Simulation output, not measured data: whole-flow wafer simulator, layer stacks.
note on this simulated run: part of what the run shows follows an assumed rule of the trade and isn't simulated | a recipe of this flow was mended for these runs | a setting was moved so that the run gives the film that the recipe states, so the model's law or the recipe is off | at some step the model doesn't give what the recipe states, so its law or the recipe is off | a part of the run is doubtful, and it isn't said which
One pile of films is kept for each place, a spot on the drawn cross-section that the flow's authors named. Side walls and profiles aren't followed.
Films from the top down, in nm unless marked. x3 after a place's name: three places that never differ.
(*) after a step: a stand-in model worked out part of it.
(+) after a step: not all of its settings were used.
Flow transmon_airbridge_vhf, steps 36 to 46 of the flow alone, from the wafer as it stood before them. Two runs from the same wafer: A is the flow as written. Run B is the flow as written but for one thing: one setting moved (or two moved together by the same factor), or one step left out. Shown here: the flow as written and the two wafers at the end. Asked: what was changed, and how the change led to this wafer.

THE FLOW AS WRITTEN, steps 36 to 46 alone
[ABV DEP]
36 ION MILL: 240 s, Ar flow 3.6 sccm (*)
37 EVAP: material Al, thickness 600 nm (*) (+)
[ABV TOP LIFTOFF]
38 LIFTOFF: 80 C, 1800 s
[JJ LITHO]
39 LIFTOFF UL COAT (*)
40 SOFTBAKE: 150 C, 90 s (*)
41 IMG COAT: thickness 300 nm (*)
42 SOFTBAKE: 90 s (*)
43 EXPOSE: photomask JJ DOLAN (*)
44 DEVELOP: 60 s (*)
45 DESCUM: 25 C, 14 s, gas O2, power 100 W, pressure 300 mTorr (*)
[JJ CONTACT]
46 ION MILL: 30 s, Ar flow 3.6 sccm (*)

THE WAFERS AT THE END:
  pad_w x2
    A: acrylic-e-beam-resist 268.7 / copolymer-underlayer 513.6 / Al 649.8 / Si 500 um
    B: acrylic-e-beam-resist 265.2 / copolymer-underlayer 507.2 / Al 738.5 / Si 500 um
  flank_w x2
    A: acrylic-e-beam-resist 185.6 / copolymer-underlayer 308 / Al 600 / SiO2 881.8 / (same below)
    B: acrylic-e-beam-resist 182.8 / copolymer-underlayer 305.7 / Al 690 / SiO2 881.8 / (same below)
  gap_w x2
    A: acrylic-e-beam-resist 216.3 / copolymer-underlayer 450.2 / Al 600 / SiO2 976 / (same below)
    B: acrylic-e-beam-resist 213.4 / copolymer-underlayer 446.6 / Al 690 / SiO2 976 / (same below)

The cause: step 37, EVAP: thickness 690 nm was run, where the flow has thickness 600 nm.
It can be read off the wafer: flank_w x2 has Al 690, and step 37 as written asks for 600 nm.

How the change led to this, step by step:
  37 EVAP: material Al, thickness 600 nm (*) (+)
      field x3, jj_line, ground_far and 10 more: A Al +600 (new film) | B Al +690 (new film)
      pad_w x2: A Al +591.1 | B Al +679.8
  38 LIFTOFF: 80 C, 1800 s
      field x3, jj_line, trace_open_s x2: A Al -600 (all of it), i-line-resist -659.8 (all of it), lift-off-underlayer -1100 (all of it), acrylic-e-beam-resist -240 (all of it) | B Al -690 (all of it), i-line-resist -659.8 (all of it), lift-off-underlayer -1100 (all of it), acrylic-e-beam-resist -240 (all of it)
      margin_s, margin_n: A Al -600 (all of it), i-line-resist -378.2 (all of it), lift-off-underlayer -823.4 (all of it), acrylic-e-beam-resist -168.6 (all of it) | B Al -690 (all of it), i-line-resist -378.2 (all of it), lift-off-underlayer -823.4 (all of it), acrylic-e-beam-resist -168.6 (all of it)
      (and at 1 more place)
  39 LIFTOFF UL COAT (*)
      bridge_strip: A copolymer-underlayer +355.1 (new film) | B copolymer-underlayer +346.8 (new film)
  41 IMG COAT: thickness 300 nm (*)
      bridge_strip: A acrylic-e-beam-resist +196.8 (new film) | B acrylic-e-beam-resist +191.3 (new film)
